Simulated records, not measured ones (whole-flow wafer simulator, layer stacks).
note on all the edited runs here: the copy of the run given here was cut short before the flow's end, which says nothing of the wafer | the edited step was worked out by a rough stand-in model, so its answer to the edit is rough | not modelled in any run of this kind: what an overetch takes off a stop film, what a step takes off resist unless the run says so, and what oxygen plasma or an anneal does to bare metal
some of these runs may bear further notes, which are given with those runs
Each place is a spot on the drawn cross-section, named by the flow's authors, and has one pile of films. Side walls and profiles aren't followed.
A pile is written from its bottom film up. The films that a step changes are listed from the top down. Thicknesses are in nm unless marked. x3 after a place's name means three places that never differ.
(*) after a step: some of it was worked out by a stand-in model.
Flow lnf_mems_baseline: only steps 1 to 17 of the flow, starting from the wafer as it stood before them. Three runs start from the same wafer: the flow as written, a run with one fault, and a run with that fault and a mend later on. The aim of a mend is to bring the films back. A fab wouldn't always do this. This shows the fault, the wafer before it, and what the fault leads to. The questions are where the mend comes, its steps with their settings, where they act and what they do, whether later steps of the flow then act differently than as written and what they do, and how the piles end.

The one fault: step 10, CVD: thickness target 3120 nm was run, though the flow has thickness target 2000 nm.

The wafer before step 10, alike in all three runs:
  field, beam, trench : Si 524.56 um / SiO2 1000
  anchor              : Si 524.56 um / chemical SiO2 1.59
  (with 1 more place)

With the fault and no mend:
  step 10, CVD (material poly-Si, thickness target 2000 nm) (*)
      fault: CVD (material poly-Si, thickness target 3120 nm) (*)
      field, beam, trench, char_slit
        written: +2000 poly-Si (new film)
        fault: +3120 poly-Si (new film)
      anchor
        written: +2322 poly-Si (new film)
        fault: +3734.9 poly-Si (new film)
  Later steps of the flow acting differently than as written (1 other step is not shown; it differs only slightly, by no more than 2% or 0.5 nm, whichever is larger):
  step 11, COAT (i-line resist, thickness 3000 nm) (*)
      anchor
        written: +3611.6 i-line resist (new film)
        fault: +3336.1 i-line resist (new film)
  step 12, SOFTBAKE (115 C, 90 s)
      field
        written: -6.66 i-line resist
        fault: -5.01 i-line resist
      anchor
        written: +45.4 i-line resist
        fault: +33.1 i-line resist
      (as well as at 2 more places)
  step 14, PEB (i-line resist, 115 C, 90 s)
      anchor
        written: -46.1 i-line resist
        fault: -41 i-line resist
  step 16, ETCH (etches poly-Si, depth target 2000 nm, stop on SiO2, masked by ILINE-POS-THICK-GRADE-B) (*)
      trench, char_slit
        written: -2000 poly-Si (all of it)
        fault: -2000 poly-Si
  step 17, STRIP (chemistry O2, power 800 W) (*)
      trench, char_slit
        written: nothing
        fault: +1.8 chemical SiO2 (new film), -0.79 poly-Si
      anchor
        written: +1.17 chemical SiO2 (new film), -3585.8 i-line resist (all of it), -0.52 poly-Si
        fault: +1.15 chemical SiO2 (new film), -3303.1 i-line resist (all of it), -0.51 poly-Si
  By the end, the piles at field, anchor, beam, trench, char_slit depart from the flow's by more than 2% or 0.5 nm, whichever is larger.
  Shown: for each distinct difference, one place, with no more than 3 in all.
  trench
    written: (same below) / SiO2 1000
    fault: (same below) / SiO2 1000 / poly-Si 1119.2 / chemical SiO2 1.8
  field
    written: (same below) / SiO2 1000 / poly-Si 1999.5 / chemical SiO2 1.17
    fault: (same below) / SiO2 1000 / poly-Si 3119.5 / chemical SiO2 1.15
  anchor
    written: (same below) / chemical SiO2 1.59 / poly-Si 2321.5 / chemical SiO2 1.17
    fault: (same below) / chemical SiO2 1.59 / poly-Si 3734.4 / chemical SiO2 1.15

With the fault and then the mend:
  The mend follows step 10.
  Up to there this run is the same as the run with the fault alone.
  step 10a, ETCH (chemistry tmah, depth target 4198 nm)
      field, beam, trench, char_slit
        -3120 poly-Si (all of it)
      anchor
        -3734.9 poly-Si (all of it)
  step 10b, CLEAN (chemistry SC1/SC2) (the flow's step 1, run once more)
      does not change any film at any place that is followed
  step 10c, CVD (material poly-Si, thickness target 2000 nm) (*) (the flow's step 10, run once more)
      field, beam, trench, char_slit
        +2000 poly-Si (new film)
      anchor
        +2322 poly-Si (new film)
  Every later step of the flow that is run acts as written at every place that is followed.
  At every place that both follow, the piles at the end match the flow's.
